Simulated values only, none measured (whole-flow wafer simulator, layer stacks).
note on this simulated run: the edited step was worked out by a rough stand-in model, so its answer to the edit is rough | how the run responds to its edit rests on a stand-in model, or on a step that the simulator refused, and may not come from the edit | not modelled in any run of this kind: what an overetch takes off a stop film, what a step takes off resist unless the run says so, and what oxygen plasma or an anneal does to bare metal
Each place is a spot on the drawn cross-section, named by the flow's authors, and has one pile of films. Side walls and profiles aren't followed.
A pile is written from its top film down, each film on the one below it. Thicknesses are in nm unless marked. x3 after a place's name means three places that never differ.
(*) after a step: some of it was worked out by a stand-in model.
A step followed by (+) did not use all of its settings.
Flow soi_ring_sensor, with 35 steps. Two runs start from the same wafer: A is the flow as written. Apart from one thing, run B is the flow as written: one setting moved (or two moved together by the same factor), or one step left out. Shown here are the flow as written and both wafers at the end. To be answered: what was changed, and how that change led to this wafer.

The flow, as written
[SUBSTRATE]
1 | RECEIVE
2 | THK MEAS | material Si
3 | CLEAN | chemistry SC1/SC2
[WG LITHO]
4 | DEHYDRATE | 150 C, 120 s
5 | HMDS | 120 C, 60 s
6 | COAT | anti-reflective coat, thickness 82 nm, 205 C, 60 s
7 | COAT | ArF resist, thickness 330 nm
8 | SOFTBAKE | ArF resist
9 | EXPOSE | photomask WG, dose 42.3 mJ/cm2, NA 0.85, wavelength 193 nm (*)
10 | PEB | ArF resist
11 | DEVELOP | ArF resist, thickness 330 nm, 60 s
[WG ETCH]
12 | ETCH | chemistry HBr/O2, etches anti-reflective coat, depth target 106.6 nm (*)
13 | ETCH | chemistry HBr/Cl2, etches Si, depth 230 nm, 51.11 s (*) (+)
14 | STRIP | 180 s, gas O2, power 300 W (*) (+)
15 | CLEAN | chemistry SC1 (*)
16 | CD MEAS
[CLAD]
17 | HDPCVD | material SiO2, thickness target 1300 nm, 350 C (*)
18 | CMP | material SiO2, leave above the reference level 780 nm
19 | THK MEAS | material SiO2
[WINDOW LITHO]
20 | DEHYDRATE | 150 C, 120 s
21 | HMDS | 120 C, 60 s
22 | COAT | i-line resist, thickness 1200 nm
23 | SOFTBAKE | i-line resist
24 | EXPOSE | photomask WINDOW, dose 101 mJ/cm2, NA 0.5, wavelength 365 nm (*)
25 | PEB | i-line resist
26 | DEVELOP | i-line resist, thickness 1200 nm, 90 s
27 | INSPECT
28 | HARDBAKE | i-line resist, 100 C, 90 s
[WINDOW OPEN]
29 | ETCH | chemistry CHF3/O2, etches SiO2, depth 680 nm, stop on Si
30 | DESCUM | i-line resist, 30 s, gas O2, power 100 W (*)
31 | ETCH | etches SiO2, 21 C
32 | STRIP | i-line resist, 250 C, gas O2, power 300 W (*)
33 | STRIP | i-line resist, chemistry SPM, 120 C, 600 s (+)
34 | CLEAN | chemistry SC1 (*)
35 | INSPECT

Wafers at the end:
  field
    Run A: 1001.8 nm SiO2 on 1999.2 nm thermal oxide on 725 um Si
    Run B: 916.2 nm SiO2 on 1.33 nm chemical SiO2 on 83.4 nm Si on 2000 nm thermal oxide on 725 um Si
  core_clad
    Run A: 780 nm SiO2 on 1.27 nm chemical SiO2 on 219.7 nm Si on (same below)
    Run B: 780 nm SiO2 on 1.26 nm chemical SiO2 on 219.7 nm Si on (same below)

Cause: step 13, ETCH: depth 136 nm was run, whereas the flow has depth 230 nm; step 13, ETCH: 30.15 s was run, where the flow has 51.11 s.

How this came from the change, step by step:
  13 | ETCH | chemistry HBr/Cl2, etches Si, depth 230 nm, 51.11 s (*) (+)
      gap, window, field, gap_clad: A -220 Si (all of it), -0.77 thermal oxide | B -136 Si
      core, core_clad: A -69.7 ArF resist | B -41.1 ArF resist
  14 | STRIP | 180 s, gas O2, power 300 W (*) (+)
      gap, window, field, gap_clad: A nothing | B +1.33 chemical SiO2 (new film), -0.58 Si
      core, core_clad: A -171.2 ArF resist (all of it), -82 anti-reflective coat (all of it), +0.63 chemical SiO2, -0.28 Si | B -199.8 ArF resist (all of it), -82 anti-reflective coat (all of it), +0.62 chemical SiO2, -0.27 Si
  18 | CMP | material SiO2, leave above the reference level 780 nm
      gap, window, field, gap_clad: A -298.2 SiO2 | B -383.8 SiO2
